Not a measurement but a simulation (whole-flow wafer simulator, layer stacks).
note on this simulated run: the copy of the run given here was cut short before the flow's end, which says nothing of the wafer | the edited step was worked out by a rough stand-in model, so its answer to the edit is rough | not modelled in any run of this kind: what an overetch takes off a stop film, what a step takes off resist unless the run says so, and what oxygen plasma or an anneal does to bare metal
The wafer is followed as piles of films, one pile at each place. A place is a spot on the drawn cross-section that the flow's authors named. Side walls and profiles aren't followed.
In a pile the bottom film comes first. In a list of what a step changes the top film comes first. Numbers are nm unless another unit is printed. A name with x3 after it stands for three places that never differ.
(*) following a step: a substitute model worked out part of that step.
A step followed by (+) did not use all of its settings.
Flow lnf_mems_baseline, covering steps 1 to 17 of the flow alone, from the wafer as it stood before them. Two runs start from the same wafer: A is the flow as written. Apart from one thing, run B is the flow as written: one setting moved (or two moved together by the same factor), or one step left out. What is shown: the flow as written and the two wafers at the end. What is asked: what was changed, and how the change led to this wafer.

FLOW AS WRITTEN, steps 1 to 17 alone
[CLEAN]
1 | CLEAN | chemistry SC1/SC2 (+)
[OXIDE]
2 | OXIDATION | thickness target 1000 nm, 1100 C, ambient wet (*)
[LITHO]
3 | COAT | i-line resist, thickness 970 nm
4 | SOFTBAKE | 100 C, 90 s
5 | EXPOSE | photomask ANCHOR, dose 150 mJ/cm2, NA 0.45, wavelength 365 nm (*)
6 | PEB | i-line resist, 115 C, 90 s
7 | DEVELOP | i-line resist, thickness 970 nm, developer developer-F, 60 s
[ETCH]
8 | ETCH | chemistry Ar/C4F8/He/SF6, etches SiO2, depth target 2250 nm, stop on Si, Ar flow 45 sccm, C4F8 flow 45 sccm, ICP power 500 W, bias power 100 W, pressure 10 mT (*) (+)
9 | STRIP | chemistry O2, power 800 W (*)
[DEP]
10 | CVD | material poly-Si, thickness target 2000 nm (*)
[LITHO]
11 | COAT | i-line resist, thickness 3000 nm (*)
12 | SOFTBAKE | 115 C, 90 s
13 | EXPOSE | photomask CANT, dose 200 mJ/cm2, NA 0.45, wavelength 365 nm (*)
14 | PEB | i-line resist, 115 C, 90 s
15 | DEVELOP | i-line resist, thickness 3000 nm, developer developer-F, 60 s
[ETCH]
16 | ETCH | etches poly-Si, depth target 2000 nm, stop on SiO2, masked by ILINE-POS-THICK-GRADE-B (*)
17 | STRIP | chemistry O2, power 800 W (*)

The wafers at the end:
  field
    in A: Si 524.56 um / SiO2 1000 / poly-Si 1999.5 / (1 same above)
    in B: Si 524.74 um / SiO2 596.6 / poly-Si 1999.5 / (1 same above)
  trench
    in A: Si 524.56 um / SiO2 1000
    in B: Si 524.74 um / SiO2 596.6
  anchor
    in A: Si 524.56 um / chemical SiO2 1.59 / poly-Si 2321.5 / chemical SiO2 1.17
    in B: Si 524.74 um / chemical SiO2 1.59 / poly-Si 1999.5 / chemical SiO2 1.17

What caused this: step 2, OXIDATION: 990 C was run, whereas the flow has 1100 C.

Step by step, how the change led to this:
  2 | OXIDATION | thickness target 1000 nm, 1100 C, ambient wet (*)
      field, anchor, beam, trench, char_slit: A +1000 SiO2 (new film), -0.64 chemical SiO2 (all of it), -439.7 Si | B +596.6 SiO2 (new film), -0.64 chemical SiO2 (all of it), -262.2 Si
  8 | ETCH | chemistry Ar/C4F8/He/SF6, etches SiO2, depth target 2250 nm, stop on Si, Ar flow 45 sccm, C4F8 flow 45 sccm, ICP power 500 W, bias power 100 W, pressure 10 mT (*) (+)
      field, beam, trench, char_slit: A -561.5 i-line resist | B -359.8 i-line resist
      anchor: A -1000 SiO2 (all of it) | B -596.6 SiO2 (all of it)
  9 | STRIP | chemistry O2, power 800 W (*)
      field, beam, trench, char_slit: A -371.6 i-line resist (all of it) | B -573.3 i-line resist (all of it)
  10 | CVD | material poly-Si, thickness target 2000 nm (*)
      anchor: A +2322 poly-Si (new film) | B +2000 poly-Si (new film)
  11 | COAT | i-line resist, thickness 3000 nm (*)
      anchor: A +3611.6 i-line resist (new film) | B +3531.1 i-line resist (new film)
  14 | PEB | i-line resist, 115 C, 90 s
      anchor: A -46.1 i-line resist | B -44.6 i-line resist
  17 | STRIP | chemistry O2, power 800 W (*)
      anchor: A +1.17 chemical SiO2 (new film), -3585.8 i-line resist (all of it), -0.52 poly-Si | B +1.17 chemical SiO2 (new film), -3506 i-line resist (all of it), -0.51 poly-Si
